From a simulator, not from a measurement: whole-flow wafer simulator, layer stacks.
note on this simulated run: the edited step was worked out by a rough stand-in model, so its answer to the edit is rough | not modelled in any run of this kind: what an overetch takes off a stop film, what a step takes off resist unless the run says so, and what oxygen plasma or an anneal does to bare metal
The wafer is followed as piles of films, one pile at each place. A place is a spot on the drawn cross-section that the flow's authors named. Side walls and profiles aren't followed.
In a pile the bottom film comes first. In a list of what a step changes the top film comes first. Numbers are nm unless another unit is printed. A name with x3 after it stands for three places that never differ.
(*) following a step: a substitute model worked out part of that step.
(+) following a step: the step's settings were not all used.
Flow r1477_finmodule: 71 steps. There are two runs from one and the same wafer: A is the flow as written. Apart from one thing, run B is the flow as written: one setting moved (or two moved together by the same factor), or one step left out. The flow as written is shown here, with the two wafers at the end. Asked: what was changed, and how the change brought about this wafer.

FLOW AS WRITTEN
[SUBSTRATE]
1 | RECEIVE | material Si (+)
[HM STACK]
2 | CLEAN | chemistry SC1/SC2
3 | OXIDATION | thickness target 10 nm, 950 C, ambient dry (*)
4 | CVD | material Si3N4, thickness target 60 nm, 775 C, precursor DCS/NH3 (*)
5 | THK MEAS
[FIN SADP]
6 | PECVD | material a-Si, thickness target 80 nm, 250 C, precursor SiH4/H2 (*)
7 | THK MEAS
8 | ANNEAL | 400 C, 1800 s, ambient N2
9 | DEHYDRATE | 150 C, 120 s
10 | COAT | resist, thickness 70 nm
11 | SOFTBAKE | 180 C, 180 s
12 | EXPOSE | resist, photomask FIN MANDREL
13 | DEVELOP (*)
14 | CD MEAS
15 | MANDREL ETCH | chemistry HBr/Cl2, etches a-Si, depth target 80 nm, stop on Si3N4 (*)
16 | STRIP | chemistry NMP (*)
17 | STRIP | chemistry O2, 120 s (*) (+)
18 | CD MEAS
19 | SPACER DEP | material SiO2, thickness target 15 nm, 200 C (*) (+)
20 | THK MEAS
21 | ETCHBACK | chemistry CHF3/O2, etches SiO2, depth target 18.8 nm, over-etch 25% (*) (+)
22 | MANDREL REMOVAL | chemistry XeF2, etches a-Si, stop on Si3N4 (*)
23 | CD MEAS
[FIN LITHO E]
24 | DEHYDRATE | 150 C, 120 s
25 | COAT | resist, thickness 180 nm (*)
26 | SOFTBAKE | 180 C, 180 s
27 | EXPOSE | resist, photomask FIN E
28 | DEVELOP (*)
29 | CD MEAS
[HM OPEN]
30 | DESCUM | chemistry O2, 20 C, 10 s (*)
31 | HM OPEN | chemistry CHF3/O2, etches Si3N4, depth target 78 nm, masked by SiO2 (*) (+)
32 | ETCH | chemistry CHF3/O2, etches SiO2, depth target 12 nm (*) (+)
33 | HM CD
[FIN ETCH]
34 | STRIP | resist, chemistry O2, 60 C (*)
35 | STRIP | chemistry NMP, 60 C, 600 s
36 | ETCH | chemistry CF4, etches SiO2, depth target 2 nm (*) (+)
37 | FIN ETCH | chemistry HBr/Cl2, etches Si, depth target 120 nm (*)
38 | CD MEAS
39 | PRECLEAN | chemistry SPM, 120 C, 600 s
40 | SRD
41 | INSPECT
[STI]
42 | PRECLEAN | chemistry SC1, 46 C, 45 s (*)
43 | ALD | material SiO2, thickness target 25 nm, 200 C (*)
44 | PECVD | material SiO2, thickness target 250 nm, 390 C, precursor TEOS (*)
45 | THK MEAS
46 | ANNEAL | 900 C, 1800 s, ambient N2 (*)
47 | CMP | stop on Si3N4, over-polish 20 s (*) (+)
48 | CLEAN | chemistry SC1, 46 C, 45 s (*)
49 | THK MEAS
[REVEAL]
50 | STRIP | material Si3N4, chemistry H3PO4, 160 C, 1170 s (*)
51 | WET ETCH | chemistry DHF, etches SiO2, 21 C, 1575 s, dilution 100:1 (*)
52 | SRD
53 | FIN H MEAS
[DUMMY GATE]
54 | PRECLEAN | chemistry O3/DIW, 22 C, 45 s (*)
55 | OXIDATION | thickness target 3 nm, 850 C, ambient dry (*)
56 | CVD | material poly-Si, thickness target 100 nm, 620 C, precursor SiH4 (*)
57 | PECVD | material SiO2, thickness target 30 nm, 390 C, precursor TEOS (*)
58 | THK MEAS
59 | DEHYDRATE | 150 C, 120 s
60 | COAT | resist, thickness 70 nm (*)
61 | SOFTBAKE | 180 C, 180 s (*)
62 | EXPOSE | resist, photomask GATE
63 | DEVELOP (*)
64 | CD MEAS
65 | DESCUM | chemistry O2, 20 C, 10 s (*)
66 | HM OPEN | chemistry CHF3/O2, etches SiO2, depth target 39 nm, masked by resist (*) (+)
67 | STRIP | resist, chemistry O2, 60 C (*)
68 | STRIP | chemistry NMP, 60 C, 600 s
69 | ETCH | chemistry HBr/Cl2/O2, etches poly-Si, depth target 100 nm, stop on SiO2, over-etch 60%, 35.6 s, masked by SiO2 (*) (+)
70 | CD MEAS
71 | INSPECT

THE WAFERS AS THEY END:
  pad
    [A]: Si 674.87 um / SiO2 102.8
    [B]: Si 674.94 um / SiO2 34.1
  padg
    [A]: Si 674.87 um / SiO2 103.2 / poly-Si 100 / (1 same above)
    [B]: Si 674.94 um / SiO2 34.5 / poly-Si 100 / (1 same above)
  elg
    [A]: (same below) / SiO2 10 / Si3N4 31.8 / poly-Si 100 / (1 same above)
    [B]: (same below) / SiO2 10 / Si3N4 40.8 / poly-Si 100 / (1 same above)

Cause: step 37, FIN ETCH: depth target 51 nm was run, while the flow as written has depth target 120 nm.

Step by step, how the change led to this:
  37 | FIN ETCH | chemistry HBr/Cl2, etches Si, depth target 120 nm (*)
      pad, padg, esg and 19 more: A Si loses 120 | B Si loses 51
      elg, e40lg, e100lg, e200lg, elo, e40lo, e100lo, e200lo: A Si3N4 loses 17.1 | B Si3N4 loses 7.29
      (as well as at 6 more places)
  43 | ALD | material SiO2, thickness target 25 nm, 200 C (*)
      s40cg, s45cg, s50cg, s40co, s45co, s50co: A SiO2 gains 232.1 (new film) | B SiO2 gains 168.4 (new film)
      esg: A SiO2 gains 194.3 (new film) | B SiO2 gains 135.1 (new film)
  47 | CMP | stop on Si3N4, over-polish 20 s (*) (+)
      pad, padg, e40sg and 11 more: A SiO2 loses 71.8 | B SiO2 loses 140.8
      elg, esg, e40lg and 6 more: A SiO2 loses 241.6 | B SiO2 loses 251.5
      (as well as at 1 more place)
  51 | WET ETCH | chemistry DHF, etches SiO2, 21 C, 1575 s, dilution 100:1 (*)
      elg, e40lg, e100lg, e200lg, elo, e40lo, e100lo, e200lo: A SiO2 loses 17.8 (all of it), Si3N4 loses 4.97 | B SiO2 loses 7.99 (all of it), Si3N4 loses 5.77
  56 | CVD | material poly-Si, thickness target 100 nm, 620 C, precursor SiH4 (*)
      esg: A poly-Si gains 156 (new film) | B poly-Si gains 165 (new film)
  60 | COAT | resist, thickness 70 nm (*)
      e40sg, e40so: A resist gains 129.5 (new film) | B resist gains 138 (new film)
      e100sg, e100so: A resist gains 129.4 (new film) | B resist gains 137.9 (new film)
      (as well as at 3 more places)
  63 | DEVELOP (*)
      eso: A resist loses 129.5 (all of it) | B resist loses 137.9 (all of it)
      e40so: A resist loses 129.5 (all of it) | B resist loses 138 (all of it)
      (as well as at 2 more places)
  67 | STRIP | resist, chemistry O2, 60 C (*)
      e40sg: A resist loses 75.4 (all of it) | B resist loses 83.8 (all of it)
      e100sg: A resist loses 75.3 (all of it) | B resist loses 83.8 (all of it)
      (as well as at 1 more place)
